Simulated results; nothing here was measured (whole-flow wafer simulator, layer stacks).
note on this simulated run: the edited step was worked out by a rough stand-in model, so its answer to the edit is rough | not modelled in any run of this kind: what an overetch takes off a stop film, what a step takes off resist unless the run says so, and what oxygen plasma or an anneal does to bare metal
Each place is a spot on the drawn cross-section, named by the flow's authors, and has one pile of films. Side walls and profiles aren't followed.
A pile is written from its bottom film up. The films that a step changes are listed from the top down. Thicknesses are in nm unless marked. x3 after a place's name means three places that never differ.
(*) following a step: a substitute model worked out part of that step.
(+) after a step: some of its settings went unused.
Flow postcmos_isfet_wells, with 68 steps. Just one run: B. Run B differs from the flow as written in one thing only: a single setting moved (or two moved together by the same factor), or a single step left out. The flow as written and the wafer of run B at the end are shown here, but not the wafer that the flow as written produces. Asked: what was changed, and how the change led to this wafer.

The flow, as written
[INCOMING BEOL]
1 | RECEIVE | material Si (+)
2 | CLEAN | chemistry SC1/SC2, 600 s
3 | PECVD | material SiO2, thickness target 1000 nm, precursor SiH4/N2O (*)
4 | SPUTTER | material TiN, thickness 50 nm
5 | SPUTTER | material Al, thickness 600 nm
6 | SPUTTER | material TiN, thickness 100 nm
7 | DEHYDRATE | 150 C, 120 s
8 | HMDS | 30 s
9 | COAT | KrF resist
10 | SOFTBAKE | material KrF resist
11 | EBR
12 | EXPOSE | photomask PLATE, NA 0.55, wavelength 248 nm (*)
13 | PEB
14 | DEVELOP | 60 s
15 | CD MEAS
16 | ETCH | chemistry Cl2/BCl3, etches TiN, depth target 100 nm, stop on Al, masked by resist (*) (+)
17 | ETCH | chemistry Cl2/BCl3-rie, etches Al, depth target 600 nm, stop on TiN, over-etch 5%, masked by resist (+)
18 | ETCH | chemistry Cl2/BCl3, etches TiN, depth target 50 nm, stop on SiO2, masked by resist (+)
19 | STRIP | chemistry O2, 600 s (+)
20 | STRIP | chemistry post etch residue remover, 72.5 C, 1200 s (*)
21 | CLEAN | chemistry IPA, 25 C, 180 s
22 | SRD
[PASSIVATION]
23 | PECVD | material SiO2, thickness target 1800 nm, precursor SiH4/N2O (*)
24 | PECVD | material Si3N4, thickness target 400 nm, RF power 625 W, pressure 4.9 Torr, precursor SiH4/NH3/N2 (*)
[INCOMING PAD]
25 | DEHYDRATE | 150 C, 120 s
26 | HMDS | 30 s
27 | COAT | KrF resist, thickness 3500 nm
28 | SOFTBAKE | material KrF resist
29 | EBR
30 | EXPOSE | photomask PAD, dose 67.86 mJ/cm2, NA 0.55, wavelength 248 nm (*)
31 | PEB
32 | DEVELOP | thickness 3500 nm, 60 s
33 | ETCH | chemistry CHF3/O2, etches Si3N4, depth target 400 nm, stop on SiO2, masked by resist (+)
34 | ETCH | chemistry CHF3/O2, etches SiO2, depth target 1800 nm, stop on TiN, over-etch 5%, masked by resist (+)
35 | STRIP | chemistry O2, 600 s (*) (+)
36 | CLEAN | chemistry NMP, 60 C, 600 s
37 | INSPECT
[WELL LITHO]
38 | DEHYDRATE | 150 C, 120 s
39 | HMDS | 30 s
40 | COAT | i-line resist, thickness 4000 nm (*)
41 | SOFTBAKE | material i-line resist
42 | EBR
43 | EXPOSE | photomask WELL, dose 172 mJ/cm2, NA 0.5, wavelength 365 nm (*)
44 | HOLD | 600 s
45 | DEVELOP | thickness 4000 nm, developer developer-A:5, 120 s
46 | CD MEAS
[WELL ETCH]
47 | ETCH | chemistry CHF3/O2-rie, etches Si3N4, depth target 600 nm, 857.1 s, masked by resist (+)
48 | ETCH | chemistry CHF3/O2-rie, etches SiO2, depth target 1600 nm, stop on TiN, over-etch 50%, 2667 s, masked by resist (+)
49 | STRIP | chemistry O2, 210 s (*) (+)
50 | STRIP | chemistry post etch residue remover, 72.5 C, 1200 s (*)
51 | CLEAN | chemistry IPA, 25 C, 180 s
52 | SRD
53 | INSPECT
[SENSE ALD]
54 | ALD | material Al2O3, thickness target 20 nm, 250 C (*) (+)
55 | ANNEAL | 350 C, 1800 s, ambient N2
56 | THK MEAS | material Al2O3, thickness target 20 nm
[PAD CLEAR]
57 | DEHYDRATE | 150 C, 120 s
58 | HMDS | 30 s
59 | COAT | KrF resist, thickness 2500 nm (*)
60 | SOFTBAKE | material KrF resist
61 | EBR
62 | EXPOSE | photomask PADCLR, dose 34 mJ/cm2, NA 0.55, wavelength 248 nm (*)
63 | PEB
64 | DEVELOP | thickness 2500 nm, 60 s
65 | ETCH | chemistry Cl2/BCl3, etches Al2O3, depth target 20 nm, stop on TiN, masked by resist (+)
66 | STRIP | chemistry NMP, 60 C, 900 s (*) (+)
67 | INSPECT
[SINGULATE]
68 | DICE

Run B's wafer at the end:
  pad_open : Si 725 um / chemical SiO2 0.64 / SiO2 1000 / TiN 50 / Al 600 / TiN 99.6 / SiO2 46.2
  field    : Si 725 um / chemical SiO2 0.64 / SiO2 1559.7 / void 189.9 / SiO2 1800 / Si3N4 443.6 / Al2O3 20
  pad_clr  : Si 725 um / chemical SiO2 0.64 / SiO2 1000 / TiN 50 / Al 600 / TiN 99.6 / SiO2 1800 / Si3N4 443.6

What caused this: step 24, PECVD: thickness target 444 nm was run, though the flow has thickness target 400 nm.

Step by step, how the change led to this:
  24 | PECVD | material Si3N4, thickness target 400 nm, RF power 625 W, pressure 4.9 Torr, precursor SiH4/NH3/N2 (*)
      field, margin, well900, well1300 x3, pad_rim, pad_clr, pad_open: +444 Si3N4 (new film) (as written it would have been: +400 Si3N4 (new film))
  33 | ETCH | chemistry CHF3/O2, etches Si3N4, depth target 400 nm, stop on SiO2, masked by resist (+)
      pad_open: -400 Si3N4 (as written it would have been: -400 Si3N4 (all of it))
  34 | ETCH | chemistry CHF3/O2, etches SiO2, depth target 1800 nm, stop on TiN, over-etch 5%, masked by resist (+)
      pad_open: -44 Si3N4 (all of it), -1753.8 SiO2 (as written it would have been: -1800 SiO2 (all of it))
  47 | ETCH | chemistry CHF3/O2-rie, etches Si3N4, depth target 600 nm, 857.1 s, masked by resist (+)
      well900, well1300 x3: -444 Si3N4 (all of it), -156 SiO2 (as written it would have been: -400 Si3N4 (all of it), -200 SiO2)
  48 | ETCH | chemistry CHF3/O2-rie, etches SiO2, depth target 1600 nm, stop on TiN, over-etch 50%, 2667 s, masked by resist (+)
      well900, well1300 x3: -1644 SiO2 (all of it) (as written it would have been: -1600 SiO2 (all of it))
